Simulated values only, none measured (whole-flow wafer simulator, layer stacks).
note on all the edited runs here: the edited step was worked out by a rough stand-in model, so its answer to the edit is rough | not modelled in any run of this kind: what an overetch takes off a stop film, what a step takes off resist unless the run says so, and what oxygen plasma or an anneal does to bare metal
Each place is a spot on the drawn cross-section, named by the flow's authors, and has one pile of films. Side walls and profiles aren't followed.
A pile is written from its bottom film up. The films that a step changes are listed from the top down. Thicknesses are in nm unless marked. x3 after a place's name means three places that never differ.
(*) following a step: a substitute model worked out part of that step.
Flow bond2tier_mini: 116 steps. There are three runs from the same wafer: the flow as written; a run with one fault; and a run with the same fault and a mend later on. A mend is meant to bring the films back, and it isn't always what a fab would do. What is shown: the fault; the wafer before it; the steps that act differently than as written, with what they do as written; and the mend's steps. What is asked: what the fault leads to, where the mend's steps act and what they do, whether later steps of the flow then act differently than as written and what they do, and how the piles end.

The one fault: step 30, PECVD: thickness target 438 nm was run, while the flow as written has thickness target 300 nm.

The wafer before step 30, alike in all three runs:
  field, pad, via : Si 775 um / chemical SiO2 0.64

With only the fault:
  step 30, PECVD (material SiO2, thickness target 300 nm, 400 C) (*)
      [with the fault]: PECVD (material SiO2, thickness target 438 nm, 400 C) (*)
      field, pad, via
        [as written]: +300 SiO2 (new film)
        [with the fault]: +438 SiO2 (new film)
  Later steps of the flow that are run all act as written at every place that is followed.
  By the end, the piles at field, pad depart from the flow's by more than 2% or 0.5 nm, whichever is larger.
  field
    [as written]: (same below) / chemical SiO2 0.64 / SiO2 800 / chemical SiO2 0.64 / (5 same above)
    [with the fault]: (same below) / chemical SiO2 0.64 / SiO2 938 / chemical SiO2 0.64 / (5 same above)
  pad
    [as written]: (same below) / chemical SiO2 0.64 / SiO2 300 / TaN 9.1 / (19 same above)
    [with the fault]: (same below) / chemical SiO2 0.64 / SiO2 438 / TaN 9.1 / (19 same above)

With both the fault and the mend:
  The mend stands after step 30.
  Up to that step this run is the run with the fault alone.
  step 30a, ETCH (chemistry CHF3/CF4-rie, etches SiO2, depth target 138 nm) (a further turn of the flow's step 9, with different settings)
      field, pad, via
        -138 SiO2
  Later steps of the flow that are run all act as written at every place that is followed.
  By the end, the piles equal the flow's at every place that both follow.
